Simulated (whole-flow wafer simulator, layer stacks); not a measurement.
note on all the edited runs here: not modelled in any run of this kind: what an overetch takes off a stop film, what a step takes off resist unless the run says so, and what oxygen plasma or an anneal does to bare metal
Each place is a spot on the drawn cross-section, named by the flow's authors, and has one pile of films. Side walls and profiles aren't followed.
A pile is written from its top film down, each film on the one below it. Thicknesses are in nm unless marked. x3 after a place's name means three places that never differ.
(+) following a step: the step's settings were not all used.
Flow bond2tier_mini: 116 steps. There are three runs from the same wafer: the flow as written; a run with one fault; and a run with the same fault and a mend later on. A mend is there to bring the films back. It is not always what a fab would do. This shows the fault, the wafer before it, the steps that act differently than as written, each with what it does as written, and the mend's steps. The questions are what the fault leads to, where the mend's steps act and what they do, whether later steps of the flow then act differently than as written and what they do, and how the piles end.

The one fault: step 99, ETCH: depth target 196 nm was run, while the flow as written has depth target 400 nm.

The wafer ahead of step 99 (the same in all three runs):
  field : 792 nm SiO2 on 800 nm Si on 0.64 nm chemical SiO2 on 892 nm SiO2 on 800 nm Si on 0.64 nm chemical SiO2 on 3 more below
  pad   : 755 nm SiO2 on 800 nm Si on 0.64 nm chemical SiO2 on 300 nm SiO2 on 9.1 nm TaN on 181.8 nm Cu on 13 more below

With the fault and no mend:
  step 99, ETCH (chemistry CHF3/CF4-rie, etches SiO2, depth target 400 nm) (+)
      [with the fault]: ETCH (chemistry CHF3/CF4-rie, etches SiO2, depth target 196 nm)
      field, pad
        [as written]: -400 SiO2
        [with the fault]: -196 SiO2
  Later steps of the flow that are run all act as written at every place that is followed.
  By the end, the piles at field, pad depart from the flow's by more than 2% or 0.5 nm, whichever is larger.
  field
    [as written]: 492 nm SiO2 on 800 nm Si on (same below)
    [with the fault]: 696 nm SiO2 on 800 nm Si on (same below)
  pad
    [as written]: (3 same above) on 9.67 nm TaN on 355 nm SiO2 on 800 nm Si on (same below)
    [with the fault]: (3 same above) on 9.67 nm TaN on 559 nm SiO2 on 800 nm Si on (same below)

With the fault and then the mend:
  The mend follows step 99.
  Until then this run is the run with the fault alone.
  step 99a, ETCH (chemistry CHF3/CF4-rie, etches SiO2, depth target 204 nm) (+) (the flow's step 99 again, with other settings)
      field, pad
        -204 SiO2
  Later steps of the flow that are run all act as written at every place that is followed.
  The piles end the same as the flow's at every place that both follow.
